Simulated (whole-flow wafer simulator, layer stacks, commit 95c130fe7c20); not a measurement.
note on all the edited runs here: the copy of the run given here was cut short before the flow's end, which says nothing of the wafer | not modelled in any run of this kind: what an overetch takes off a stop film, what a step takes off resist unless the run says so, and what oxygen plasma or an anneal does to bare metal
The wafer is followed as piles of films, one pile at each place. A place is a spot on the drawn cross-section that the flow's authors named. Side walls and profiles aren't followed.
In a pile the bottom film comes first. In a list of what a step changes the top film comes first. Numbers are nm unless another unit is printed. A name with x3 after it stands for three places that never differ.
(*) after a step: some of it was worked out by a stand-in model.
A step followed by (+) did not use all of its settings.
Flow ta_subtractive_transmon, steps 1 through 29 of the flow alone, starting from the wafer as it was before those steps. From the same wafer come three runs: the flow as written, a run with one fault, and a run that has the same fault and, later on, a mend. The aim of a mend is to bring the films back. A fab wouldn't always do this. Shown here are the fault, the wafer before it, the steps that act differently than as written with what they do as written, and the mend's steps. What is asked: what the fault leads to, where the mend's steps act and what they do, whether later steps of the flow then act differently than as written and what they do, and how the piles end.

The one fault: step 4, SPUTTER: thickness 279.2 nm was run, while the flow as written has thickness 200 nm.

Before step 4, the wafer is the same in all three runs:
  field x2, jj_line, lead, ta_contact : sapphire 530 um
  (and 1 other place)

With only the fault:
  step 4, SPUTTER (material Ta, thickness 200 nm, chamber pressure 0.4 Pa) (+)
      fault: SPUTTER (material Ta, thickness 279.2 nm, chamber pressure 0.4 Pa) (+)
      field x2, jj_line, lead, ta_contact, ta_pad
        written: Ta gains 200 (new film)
        fault: Ta gains 279.2 (new film)
  Steps later in the flow that act otherwise than as written (not shown: 3 more steps that differ only slightly, by at most 2% or 0.5 nm, whichever is larger):
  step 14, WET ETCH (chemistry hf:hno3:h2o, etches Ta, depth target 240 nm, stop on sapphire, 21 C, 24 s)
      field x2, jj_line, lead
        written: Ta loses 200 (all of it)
        fault: Ta loses 240
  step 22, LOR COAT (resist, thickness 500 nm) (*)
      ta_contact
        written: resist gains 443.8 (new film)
        fault: resist gains 433.7 (new film)
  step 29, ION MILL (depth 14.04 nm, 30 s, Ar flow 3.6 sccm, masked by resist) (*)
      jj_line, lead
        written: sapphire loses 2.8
        fault: Ta loses 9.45
  At field x2, jj_line, lead, ta_contact, ta_pad, the piles at the end differ from the flow's by more than 2% or 0.5 nm, whichever is larger.
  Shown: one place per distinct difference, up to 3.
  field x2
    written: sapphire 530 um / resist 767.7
    fault: sapphire 530 um / Ta 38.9 / resist 767.7
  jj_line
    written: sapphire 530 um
    fault: sapphire 530 um / Ta 29.5
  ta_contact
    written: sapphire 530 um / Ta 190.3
    fault: sapphire 530 um / Ta 269.5

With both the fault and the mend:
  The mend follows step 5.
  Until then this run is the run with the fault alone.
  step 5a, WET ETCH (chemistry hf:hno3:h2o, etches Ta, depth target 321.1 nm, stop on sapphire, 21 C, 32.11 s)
      field x2, jj_line, lead, ta_contact, ta_pad
        Ta loses 279.2 (all of it)
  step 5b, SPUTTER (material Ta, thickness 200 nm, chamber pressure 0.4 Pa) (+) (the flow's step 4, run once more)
      field x2, jj_line, lead, ta_contact, ta_pad
        Ta gains 200 (new film)
  Later steps of the flow that are run all act as written at every place that is followed.
  By the end, the piles equal the flow's at every place that both follow.
